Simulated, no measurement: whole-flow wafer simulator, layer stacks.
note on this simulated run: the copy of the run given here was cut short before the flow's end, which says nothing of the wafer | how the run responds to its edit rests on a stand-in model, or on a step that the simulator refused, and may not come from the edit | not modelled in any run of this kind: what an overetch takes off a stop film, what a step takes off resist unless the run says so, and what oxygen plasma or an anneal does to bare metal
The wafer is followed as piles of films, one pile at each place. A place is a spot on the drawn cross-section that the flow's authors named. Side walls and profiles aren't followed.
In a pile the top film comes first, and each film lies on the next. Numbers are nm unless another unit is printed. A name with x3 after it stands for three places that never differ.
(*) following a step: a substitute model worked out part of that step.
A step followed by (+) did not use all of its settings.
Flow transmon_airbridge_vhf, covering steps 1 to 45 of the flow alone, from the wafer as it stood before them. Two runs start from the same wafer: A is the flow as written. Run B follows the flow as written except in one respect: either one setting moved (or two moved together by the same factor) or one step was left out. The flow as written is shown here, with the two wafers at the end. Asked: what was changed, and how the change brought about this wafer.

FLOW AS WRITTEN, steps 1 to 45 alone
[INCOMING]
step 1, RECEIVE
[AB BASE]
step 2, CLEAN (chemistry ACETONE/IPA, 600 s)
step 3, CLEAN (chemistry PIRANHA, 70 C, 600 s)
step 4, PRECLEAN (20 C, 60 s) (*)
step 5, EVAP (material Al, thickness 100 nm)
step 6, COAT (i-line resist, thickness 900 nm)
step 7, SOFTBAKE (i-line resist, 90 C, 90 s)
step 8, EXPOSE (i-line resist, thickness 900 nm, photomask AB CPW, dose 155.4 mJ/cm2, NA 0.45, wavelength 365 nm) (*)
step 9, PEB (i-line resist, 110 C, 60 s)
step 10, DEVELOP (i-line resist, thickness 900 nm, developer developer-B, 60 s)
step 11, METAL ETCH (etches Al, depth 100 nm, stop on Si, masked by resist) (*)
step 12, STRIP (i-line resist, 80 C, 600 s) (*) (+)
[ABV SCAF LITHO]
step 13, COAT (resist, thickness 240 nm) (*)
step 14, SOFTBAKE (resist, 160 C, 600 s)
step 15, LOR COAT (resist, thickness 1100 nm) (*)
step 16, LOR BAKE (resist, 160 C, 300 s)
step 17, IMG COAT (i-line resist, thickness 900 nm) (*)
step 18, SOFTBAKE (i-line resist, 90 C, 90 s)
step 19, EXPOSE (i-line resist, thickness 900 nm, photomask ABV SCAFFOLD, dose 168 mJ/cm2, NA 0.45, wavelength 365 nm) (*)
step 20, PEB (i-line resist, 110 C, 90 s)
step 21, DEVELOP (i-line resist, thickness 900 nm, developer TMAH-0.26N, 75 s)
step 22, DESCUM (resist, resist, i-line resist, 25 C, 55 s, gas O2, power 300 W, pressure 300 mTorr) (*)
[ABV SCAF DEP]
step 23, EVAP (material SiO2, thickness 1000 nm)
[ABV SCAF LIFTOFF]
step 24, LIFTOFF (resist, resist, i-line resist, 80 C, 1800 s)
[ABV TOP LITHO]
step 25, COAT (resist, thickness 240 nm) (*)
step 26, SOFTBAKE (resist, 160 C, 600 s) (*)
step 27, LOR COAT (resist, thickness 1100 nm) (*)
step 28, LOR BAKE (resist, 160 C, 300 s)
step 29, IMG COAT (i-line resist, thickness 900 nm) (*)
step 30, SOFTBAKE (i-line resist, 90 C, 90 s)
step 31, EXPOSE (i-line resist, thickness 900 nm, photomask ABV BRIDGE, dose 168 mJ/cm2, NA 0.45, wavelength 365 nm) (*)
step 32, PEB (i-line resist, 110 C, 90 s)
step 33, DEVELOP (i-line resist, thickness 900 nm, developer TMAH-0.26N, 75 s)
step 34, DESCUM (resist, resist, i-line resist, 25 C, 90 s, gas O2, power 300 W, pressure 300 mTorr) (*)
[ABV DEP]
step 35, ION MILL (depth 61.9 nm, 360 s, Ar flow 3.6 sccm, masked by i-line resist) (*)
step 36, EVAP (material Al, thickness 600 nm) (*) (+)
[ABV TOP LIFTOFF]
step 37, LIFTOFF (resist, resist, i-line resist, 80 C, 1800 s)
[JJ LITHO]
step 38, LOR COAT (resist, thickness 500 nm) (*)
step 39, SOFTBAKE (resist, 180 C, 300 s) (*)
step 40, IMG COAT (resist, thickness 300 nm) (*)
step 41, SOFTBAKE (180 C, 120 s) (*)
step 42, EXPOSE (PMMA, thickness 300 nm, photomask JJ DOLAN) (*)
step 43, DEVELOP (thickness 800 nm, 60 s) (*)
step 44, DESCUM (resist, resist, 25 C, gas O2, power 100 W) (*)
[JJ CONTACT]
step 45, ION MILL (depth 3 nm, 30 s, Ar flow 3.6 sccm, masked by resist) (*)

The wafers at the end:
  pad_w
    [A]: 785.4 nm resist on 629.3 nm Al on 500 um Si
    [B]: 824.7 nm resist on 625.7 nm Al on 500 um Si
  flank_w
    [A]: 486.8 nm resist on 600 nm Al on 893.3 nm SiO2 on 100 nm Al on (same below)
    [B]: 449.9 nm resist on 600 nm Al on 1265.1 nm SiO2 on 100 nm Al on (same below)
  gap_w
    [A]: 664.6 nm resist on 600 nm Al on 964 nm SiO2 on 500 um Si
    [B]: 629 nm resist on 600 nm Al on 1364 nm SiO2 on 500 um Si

Cause: step 23, EVAP: thickness 1400 nm was run, whereas the flow has thickness 1000 nm.

Step by step, how the change led to this:
  step 23, EVAP (material SiO2, thickness 1000 nm)
      field x3, jj_line, ground_far and 10 more: A SiO2 gains 1000 (new film) | B SiO2 gains 1400 (new film)
      flank_w, flank_e: A SiO2 gains 929.3 (new film) | B SiO2 gains 1301 (new film)
  step 24, LIFTOFF (resist, resist, i-line resist, 80 C, 1800 s)
      field x3, jj_line, trace_open_s x2: A SiO2 loses 1000 (all of it), i-line resist loses 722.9 (all of it), resist loses 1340 (all of it) | B SiO2 loses 1400 (all of it), i-line resist loses 722.9 (all of it), resist loses 1340 (all of it)
      pad_w, pad_e: A SiO2 loses 1000 (all of it), i-line resist loses 718 (all of it), resist loses 1330.2 (all of it) | B SiO2 loses 1400 (all of it), i-line resist loses 718 (all of it), resist loses 1330.2 (all of it)
      (and at 1 other place as well)
  step 25, COAT (resist, thickness 240 nm) (*)
      flank_w, flank_e: A resist gains 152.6 (new film) | B resist gains 140.4 (new film)
      gap_w, gap_e: A resist gains 210.7 (new film) | B resist gains 194.1 (new film)
      (and at 6 other places as well)
  step 27, LOR COAT (resist, thickness 1100 nm) (*)
      gap_w, gap_e: A resist gains 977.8 | B resist gains 925.5
      margin_s, margin_n: A resist gains 823.4 | B resist gains 736.4
      (and at 6 other places as well)
  step 29, IMG COAT (i-line resist, thickness 900 nm) (*)
      gap_w, gap_e: A i-line resist gains 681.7 (new film) | B i-line resist gains 592.6 (new film)
      margin_s, margin_n: A i-line resist gains 603.2 (new film) | B i-line resist gains 478 (new film)
      (and at 7 other places as well)
  step 32, PEB (i-line resist, 110 C, 90 s)
      pad_w, pad_e: A i-line resist loses 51 | B i-line resist loses 52.9
      flank_w, flank_e: A i-line resist loses 38.3 | B i-line resist loses 34.1
      (and at 7 other places as well)
  step 33, DEVELOP (i-line resist, thickness 900 nm, developer TMAH-0.26N, 75 s)
      gap_w, gap_e: A i-line resist loses 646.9 (all of it), resist loses 977.8 | B i-line resist loses 562.5 (all of it), resist loses 925.5
      pad_w: A i-line resist loses 937.2 (all of it), resist loses 1247.8 | B i-line resist loses 971.1 (all of it), resist loses 1310.1
      (and at 5 other places as well)
  step 34, DESCUM (resist, resist, i-line resist, 25 C, 90 s, gas O2, power 300 W, pressure 300 mTorr) (*)
      flank_w, flank_e: A resist loses 152.6 (all of it) | B resist loses 140.4 (all of it)
      gap_w, gap_e: A resist loses 210.7 (all of it) | B resist loses 194.1 (all of it)
      (and at 4 other places as well)
  step 37, LIFTOFF (resist, resist, i-line resist, 80 C, 1800 s)
      margin_s, margin_n: A Al loses 600 (all of it), i-line resist loses 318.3 (all of it), resist loses 992 (all of it) | B Al loses 600 (all of it), i-line resist loses 199.7 (all of it), resist loses 882.9 (all of it)
      ground_far: A Al loses 600 (all of it), i-line resist loses 717.9 (all of it), resist loses 1384.9 (all of it) | B Al loses 600 (all of it), i-line resist loses 767.3 (all of it), resist loses 1395.8 (all of it)
  step 38, LOR COAT (resist, thickness 500 nm) (*)
      pad_w, pad_e: A resist gains 517 (new film) | B resist gains 542.8 (new film)
      flank_w, flank_e: A resist gains 306.5 (new film) | B resist gains 281.7 (new film)
      (and at 6 other places as well)
  step 40, IMG COAT (resist, thickness 300 nm) (*)
      pad_w, pad_e: A resist gains 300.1 | B resist gains 313.7
      flank_w, flank_e: A resist gains 212.1 | B resist gains 199.9
      (and at 6 other places as well)
